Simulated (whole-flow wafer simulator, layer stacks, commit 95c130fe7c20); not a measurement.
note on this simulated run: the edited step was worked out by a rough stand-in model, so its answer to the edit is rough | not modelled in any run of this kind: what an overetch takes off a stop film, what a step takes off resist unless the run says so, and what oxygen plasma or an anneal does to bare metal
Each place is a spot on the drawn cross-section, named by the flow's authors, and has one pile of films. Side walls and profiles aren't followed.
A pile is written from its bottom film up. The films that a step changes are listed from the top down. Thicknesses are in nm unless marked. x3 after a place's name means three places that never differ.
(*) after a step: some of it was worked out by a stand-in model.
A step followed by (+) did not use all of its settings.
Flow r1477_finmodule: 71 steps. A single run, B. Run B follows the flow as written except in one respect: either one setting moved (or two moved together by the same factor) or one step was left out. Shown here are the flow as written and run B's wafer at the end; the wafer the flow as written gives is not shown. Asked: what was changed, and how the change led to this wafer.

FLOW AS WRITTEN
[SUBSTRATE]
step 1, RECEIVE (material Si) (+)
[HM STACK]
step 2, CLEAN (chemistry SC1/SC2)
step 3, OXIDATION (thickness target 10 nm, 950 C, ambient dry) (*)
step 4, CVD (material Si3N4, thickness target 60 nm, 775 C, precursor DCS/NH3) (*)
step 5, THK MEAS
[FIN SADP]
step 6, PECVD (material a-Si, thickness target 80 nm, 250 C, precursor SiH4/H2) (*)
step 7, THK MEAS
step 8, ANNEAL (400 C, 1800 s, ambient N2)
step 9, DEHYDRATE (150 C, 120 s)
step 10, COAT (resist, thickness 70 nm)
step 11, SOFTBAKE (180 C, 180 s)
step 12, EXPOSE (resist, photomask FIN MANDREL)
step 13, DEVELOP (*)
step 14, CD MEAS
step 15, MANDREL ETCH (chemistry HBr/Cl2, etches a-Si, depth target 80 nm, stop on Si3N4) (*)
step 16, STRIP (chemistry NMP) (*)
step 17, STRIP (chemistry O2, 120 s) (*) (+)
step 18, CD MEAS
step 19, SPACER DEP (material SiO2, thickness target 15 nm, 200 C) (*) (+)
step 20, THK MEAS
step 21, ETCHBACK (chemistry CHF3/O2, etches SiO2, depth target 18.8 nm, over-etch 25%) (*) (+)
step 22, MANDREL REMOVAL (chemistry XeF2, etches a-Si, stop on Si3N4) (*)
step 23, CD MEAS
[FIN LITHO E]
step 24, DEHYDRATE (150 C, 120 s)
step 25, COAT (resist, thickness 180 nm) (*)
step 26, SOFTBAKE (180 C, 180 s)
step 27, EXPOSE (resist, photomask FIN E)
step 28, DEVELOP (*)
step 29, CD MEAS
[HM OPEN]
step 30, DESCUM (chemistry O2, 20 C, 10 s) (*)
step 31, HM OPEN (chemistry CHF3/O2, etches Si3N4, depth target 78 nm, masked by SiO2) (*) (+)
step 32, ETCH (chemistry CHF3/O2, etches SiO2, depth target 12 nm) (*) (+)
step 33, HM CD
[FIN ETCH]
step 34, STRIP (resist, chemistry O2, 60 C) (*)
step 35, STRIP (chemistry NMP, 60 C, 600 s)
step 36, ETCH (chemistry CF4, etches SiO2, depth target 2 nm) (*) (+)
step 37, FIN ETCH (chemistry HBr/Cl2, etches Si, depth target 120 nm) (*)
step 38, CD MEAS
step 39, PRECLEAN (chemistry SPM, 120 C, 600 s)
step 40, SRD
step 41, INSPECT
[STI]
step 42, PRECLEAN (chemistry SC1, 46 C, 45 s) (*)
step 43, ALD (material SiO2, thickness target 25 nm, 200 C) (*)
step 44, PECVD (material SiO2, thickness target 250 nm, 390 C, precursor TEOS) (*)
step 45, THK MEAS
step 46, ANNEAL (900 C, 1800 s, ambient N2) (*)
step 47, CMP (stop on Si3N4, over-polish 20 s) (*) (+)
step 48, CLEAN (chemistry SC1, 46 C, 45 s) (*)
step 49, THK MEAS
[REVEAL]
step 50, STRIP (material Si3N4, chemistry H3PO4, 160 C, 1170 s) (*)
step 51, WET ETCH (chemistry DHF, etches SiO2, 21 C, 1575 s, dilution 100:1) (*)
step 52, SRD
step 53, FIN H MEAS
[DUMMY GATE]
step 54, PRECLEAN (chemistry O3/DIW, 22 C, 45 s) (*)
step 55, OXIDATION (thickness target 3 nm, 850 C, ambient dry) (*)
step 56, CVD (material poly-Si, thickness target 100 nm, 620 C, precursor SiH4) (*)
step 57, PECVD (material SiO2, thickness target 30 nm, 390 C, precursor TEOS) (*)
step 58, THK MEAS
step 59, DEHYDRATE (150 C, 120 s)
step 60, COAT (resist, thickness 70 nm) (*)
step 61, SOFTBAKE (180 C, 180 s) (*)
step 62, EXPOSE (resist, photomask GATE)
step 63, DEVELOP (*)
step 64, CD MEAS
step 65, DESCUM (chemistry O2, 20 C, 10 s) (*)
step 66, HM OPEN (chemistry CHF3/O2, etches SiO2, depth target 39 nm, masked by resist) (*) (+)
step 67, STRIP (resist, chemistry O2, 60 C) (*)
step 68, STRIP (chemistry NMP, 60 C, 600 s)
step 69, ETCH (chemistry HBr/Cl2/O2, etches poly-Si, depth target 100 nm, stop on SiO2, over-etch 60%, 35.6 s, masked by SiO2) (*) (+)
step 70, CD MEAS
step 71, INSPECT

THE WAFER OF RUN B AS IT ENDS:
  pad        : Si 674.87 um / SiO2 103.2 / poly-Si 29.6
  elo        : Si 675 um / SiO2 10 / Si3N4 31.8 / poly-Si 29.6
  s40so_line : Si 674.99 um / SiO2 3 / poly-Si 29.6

What caused this: step 69, ETCH: depth target 42.5 nm was run, though the flow has depth target 100 nm.

The path from the change to this, step by step:
  step 69, ETCH (chemistry HBr/Cl2/O2, etches poly-Si, depth target 100 nm, stop on SiO2, over-etch 60%, 35.6 s, masked by SiO2) (*) (+)
      pad, eso, e40so and 8 more: chemical SiO2 loses 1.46 (all of it), poly-Si loses 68 (in the flow as written it would be: chemical SiO2 loses 1.46 (all of it), poly-Si loses 97.6 (all of it), SiO2 loses 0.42)
      elo, e40lo, e100lo, e200lo: chemical SiO2 loses 1.46 (all of it), poly-Si loses 68 (in the flow as written it would be: chemical SiO2 loses 1.46 (all of it), poly-Si loses 97.6 (all of it), Si3N4 loses 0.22)
      (also at 21 further places)
